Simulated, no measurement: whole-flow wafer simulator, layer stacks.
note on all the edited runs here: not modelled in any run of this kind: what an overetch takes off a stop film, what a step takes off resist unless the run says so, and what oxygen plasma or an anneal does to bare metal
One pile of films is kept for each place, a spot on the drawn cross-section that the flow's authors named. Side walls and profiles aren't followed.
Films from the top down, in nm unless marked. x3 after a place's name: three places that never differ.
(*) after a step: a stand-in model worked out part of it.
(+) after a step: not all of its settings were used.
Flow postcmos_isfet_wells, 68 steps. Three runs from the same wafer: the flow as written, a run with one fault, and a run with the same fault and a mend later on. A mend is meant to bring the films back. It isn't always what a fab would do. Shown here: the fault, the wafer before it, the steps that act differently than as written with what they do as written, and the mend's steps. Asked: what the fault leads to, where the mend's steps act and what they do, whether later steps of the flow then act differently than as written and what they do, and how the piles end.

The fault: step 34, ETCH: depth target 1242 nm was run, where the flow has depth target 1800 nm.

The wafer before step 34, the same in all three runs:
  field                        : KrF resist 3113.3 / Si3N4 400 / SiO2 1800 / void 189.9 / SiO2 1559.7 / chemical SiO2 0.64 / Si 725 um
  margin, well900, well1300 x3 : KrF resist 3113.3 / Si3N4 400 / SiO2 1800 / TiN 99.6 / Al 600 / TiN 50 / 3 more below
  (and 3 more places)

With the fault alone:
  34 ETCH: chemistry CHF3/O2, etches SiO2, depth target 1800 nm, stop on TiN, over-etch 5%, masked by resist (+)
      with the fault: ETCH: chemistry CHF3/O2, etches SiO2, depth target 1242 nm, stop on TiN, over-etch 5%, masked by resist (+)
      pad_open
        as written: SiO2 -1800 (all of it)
        with the fault: SiO2 -1242
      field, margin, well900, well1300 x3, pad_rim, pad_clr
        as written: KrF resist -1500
        with the fault: KrF resist -1035
  Later steps of the flow that act differently than as written (2 more steps differ only slightly, by at most 2% or 0.5 nm, whichever is larger, and aren't shown):
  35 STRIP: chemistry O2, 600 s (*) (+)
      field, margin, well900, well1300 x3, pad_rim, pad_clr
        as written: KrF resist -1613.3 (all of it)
        with the fault: KrF resist -2078.3 (all of it)
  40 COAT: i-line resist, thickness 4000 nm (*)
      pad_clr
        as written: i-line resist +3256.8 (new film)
        with the fault: i-line resist +3433.7 (new film)
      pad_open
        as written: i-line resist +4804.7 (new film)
        with the fault: i-line resist +4603.6 (new film)
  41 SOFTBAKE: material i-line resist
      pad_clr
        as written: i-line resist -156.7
        with the fault: i-line resist -103.5
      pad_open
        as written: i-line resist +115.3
        with the fault: i-line resist +89.4
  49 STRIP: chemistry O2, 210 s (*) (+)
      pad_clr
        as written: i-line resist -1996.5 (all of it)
        with the fault: i-line resist -2226.5 (all of it)
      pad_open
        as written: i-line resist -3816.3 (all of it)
        with the fault: i-line resist -3589.3 (all of it)
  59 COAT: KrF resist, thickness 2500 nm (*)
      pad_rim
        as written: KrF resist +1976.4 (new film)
        with the fault: KrF resist +2106.8 (new film)
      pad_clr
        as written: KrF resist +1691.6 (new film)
        with the fault: KrF resist +1884.1 (new film)
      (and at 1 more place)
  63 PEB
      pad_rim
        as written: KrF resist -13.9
        with the fault: KrF resist -14.8
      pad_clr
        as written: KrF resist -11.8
        with the fault: KrF resist -13.2
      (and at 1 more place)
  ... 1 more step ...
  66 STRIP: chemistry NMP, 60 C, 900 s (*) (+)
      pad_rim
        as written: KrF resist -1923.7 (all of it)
        with the fault: KrF resist -2052.9 (all of it)
  At the end the piles differ from the flow's by more than 2% or 0.5 nm, whichever is larger, at pad_open.
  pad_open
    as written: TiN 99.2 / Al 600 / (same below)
    with the fault: SiO2 558 / TiN 99.6 / Al 600 / (same below)

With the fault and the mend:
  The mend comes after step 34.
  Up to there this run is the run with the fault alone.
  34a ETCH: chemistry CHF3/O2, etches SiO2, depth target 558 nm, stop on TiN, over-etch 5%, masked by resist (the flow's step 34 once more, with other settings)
      field, margin, well900, well1300 x3, pad_rim, pad_clr
        KrF resist -465
      pad_open
        SiO2 -558 (all of it)
  No later step of the flow acts differently than as written at any place that is followed.
  At the end the piles are the same as the flow's at every place that both follow.
